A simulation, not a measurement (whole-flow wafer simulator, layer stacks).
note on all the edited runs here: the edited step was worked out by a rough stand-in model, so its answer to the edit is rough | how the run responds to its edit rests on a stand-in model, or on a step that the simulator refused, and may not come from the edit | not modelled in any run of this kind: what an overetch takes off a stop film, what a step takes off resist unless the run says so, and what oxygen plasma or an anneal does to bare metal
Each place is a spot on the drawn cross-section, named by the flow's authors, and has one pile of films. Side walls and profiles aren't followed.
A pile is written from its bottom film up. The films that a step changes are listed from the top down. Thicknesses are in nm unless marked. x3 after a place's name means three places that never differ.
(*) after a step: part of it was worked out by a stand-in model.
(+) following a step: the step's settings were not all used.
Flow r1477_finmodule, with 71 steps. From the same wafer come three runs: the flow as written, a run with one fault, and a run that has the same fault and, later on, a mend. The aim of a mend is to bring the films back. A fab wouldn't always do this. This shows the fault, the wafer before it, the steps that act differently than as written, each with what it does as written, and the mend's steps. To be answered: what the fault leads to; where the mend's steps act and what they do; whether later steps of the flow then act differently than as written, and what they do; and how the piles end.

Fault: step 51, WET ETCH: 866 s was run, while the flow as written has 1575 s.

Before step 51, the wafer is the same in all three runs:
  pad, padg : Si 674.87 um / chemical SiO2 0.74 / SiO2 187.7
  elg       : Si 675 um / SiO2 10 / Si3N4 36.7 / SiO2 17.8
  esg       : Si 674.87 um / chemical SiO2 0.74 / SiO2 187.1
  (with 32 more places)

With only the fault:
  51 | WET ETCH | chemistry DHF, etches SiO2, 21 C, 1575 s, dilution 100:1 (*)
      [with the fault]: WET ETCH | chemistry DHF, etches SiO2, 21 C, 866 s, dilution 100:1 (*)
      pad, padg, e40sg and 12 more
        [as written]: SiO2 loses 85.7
        [with the fault]: SiO2 loses 47.1
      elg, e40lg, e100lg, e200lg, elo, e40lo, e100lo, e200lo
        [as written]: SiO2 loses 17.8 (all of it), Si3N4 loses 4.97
        [with the fault]: SiO2 loses 17.8 (all of it), Si3N4 loses 2.08
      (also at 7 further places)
  Steps later in the flow that act otherwise than as written (1 other step is not shown; it differs only slightly, by no more than 2% or 0.5 nm, whichever is larger):
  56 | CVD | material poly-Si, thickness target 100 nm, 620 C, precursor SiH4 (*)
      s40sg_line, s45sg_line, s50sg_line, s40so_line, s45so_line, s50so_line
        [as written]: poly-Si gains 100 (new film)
        [with the fault]: poly-Si gains 116 (new film)
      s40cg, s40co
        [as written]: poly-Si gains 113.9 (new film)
        [with the fault]: poly-Si gains 100 (new film)
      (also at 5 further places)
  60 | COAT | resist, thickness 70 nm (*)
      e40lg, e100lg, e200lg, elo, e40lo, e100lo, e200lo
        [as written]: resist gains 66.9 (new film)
        [with the fault]: resist gains 68.7 (new film)
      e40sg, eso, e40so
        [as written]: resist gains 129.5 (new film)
        [with the fault]: resist gains 95.6 (new film)
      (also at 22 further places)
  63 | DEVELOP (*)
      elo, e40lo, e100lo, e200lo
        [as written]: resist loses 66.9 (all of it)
        [with the fault]: resist loses 68.7 (all of it)
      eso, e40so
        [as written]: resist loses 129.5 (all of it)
        [with the fault]: resist loses 95.6 (all of it)
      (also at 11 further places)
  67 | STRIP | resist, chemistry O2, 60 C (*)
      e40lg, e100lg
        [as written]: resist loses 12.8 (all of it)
        [with the fault]: resist loses 14.5 (all of it)
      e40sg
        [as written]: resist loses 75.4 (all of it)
        [with the fault]: resist loses 41.5 (all of it)
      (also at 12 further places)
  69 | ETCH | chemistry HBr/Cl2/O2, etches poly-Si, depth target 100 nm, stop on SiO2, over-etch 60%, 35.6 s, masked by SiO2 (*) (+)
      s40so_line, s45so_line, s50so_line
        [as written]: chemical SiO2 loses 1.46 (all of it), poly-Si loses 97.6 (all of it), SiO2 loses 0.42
        [with the fault]: chemical SiO2 loses 1.26 (all of it), poly-Si loses 113.7 (all of it), SiO2 loses 0.23
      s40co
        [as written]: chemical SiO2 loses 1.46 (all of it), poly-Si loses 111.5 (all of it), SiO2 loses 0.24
        [with the fault]: chemical SiO2 loses 1.26 (all of it), poly-Si loses 97.6 (all of it), SiO2 loses 0.42
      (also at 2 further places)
  The piles end different from the flow's at pad, padg, elg and 30 more by more than 2% or 0.5 nm, whichever is larger.
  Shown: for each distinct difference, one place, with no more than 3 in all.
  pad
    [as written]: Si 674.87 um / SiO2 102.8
    [with the fault]: Si 674.87 um / SiO2 141.3
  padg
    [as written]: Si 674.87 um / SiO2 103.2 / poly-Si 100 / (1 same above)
    [with the fault]: Si 674.87 um / SiO2 141.7 / poly-Si 100 / (1 same above)
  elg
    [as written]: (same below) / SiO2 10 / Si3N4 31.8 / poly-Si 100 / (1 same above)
    [with the fault]: (same below) / SiO2 10 / Si3N4 34.7 / poly-Si 100 / (1 same above)

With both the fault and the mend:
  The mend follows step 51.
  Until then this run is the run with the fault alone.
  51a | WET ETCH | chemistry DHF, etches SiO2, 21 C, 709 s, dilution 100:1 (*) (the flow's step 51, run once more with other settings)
      pad, padg, e40sg and 12 more
        SiO2 loses 38.6
      elg, e40lg, e100lg, e200lg, elo, e40lo, e100lo, e200lo
        Si3N4 loses 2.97
      esg, s40cg, s45cg, s50cg, s40co, s45co, s50co
        SiO2 loses 35.6
  Later steps of the flow that are run all act as written at every place that is followed, up to a difference of at most 2% or 0.5 nm, whichever is larger.
  At the end the piles are close to the flow's at the places that both follow, differing by at most 2% or 0.5 nm, whichever is larger.
